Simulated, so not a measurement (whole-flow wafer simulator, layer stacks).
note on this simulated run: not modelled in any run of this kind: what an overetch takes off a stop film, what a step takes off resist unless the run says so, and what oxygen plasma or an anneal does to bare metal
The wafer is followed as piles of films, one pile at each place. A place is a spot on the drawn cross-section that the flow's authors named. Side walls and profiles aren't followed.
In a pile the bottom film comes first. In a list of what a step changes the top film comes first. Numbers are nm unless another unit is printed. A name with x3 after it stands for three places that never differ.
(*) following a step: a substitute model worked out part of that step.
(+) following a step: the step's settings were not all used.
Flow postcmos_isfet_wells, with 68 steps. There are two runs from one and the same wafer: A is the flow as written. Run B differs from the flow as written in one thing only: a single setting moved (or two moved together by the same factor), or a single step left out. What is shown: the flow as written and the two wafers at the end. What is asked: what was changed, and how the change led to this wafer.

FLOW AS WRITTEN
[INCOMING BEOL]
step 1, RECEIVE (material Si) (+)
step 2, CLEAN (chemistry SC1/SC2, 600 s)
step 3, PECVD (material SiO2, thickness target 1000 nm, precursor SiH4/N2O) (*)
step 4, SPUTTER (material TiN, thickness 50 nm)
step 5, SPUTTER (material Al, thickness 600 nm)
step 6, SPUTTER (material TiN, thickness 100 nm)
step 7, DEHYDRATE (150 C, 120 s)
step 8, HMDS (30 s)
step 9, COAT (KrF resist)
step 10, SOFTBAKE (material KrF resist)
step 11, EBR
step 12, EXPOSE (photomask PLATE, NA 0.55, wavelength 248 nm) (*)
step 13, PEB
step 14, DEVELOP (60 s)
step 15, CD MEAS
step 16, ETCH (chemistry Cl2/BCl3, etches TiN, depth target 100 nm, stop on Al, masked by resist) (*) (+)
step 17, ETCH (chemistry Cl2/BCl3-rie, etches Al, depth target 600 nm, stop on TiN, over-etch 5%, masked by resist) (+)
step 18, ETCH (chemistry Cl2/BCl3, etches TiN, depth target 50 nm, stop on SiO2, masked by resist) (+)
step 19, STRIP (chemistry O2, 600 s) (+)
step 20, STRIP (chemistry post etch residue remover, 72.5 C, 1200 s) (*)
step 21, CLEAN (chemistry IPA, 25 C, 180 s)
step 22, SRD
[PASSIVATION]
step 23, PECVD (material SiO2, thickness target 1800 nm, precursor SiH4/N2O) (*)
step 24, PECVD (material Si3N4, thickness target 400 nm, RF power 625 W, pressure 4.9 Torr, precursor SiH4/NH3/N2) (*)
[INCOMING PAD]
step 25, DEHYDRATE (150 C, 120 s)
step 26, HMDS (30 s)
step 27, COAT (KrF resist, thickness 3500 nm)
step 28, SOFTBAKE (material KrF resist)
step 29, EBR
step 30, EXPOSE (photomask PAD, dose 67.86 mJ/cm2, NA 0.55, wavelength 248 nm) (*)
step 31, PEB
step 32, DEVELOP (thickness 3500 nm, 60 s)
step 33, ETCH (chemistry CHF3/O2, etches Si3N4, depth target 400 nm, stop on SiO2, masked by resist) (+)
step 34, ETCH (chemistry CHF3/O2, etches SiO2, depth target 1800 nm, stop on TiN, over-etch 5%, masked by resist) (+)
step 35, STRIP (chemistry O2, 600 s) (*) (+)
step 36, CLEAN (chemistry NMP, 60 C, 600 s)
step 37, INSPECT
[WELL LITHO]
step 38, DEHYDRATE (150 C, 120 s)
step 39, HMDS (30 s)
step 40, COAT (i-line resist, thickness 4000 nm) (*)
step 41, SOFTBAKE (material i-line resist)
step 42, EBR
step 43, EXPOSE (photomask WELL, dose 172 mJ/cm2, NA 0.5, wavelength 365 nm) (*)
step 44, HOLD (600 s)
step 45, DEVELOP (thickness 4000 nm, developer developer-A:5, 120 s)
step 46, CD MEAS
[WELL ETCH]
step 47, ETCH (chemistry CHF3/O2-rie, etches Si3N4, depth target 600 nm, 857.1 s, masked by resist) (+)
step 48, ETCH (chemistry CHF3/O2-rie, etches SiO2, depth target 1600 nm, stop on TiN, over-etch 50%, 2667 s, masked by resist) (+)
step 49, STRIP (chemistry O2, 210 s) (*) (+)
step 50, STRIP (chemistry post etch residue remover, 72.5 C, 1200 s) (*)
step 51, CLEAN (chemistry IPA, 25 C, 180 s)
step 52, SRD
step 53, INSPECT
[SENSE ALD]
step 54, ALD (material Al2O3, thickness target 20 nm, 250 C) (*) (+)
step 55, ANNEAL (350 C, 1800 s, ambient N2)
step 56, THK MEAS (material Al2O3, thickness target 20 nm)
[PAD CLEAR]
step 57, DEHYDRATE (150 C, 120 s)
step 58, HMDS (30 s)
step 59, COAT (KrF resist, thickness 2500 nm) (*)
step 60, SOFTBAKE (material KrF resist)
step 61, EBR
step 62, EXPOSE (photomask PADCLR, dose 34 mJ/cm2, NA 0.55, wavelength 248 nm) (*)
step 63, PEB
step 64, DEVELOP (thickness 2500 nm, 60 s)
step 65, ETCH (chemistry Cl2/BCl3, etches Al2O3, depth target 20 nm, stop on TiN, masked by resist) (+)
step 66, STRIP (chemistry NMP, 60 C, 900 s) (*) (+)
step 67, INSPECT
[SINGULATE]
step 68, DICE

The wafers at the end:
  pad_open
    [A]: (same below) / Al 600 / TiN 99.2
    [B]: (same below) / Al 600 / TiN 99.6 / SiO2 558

The reason: step 34, ETCH: depth target 1242 nm was run, while the flow as written has depth target 1800 nm.

The path from the change to this, step by step:
  step 34, ETCH (chemistry CHF3/O2, etches SiO2, depth target 1800 nm, stop on TiN, over-etch 5%, masked by resist) (+)
      pad_open: A -1800 SiO2 (all of it) | B -1242 SiO2
      field, margin, well900, well1300 x3, pad_rim, pad_clr: A -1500 KrF resist | B -1035 KrF resist
  step 35, STRIP (chemistry O2, 600 s) (*) (+)
      field, margin, well900, well1300 x3, pad_rim, pad_clr: A -1613.3 KrF resist (all of it) | B -2078.3 KrF resist (all of it)
  step 40, COAT (i-line resist, thickness 4000 nm) (*)
      pad_clr: A +3256.8 i-line resist (new film) | B +3433.7 i-line resist (new film)
      pad_open: A +4804.7 i-line resist (new film) | B +4603.6 i-line resist (new film)
  step 41, SOFTBAKE (material i-line resist)
      pad_clr: A -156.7 i-line resist | B -103.5 i-line resist
      pad_open: A +115.3 i-line resist | B +89.4 i-line resist
  step 49, STRIP (chemistry O2, 210 s) (*) (+)
      pad_clr: A -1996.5 i-line resist (all of it) | B -2226.5 i-line resist (all of it)
      pad_open: A -3816.3 i-line resist (all of it) | B -3589.3 i-line resist (all of it)
  step 59, COAT (KrF resist, thickness 2500 nm) (*)
      pad_rim: A +1976.4 KrF resist (new film) | B +2106.8 KrF resist (new film)
      pad_clr: A +1691.6 KrF resist (new film) | B +1884.1 KrF resist (new film)
      (as well as at 1 more place)
  step 63, PEB
      pad_rim: A -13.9 KrF resist | B -14.8 KrF resist
      pad_clr: A -11.8 KrF resist | B -13.2 KrF resist
      (as well as at 1 more place)
  step 64, DEVELOP (thickness 2500 nm, 60 s)
      pad_clr: A -1676 KrF resist (all of it) | B -1867.6 KrF resist (all of it)
      pad_open: A -3045.1 KrF resist (all of it) | B -2902.2 KrF resist (all of it)
  step 66, STRIP (chemistry NMP, 60 C, 900 s) (*) (+)
      pad_rim: A -1923.7 KrF resist (all of it) | B -2052.9 KrF resist (all of it)
